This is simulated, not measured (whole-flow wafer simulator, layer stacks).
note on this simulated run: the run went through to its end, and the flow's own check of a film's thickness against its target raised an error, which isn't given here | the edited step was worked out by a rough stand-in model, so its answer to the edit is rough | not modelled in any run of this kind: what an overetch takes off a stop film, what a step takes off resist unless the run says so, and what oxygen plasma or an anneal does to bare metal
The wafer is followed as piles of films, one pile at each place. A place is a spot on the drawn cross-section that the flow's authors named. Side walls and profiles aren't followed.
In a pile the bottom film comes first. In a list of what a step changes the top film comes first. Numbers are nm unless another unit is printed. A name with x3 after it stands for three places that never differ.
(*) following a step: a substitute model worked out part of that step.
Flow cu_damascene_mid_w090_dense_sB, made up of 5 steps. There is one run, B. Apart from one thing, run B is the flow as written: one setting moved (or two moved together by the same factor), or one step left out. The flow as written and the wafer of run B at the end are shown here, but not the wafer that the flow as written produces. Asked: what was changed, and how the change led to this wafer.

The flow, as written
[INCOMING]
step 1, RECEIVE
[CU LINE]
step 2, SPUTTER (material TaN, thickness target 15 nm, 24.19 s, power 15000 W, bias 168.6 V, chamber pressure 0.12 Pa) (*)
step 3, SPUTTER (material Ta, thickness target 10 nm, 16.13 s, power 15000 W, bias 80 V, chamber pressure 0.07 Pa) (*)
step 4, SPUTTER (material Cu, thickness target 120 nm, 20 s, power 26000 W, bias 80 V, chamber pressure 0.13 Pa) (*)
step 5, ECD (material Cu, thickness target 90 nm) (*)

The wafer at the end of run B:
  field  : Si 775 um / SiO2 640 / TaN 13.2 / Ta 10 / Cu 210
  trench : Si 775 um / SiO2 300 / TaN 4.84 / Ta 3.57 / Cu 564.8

Cause: step 2, SPUTTER: power 13180 W was run, whereas the flow has power 15000 W.

How this came from the change, step by step:
  step 2, SPUTTER (material TaN, thickness target 15 nm, 24.19 s, power 15000 W, bias 168.6 V, chamber pressure 0.12 Pa) (*)
      field: +13.2 TaN (new film) (it would be, as written: +15 TaN (new film))
      trench: +4.84 TaN (new film) (it would be, as written: +5.51 TaN (new film))
